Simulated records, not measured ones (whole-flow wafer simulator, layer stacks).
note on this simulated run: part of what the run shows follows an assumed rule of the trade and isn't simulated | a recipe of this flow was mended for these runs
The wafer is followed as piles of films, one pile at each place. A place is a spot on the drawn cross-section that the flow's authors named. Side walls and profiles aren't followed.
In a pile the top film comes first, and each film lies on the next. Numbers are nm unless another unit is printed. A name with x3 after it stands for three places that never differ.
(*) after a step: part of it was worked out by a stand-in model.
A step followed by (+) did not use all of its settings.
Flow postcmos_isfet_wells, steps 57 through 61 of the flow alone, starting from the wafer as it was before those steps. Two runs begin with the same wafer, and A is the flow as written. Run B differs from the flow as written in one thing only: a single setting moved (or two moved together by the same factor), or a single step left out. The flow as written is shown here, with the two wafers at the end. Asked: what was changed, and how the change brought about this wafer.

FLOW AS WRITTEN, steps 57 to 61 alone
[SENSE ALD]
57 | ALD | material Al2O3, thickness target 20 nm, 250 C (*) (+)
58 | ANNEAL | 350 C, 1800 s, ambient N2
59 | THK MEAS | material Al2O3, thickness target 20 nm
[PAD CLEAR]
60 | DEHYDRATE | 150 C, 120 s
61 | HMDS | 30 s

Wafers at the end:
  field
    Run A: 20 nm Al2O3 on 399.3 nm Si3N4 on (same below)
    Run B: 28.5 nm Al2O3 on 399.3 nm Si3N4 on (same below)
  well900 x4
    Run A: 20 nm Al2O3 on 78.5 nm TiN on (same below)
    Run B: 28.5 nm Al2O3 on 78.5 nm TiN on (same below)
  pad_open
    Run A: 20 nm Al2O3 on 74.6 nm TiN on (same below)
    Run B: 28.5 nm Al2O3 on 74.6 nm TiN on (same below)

Cause: step 57, ALD: thickness target 28.5 nm was run, whereas the flow has thickness target 20 nm.
The wafer itself shows it: field has Al2O3 28.5, and step 57 as written asks for 20 nm.

Step by step, how the change led to this:
  57 | ALD | material Al2O3, thickness target 20 nm, 250 C (*) (+)
      field, margin x3, well900 x4, pad_open: A +20 Al2O3 (new film) | B +28.5 Al2O3 (new film)
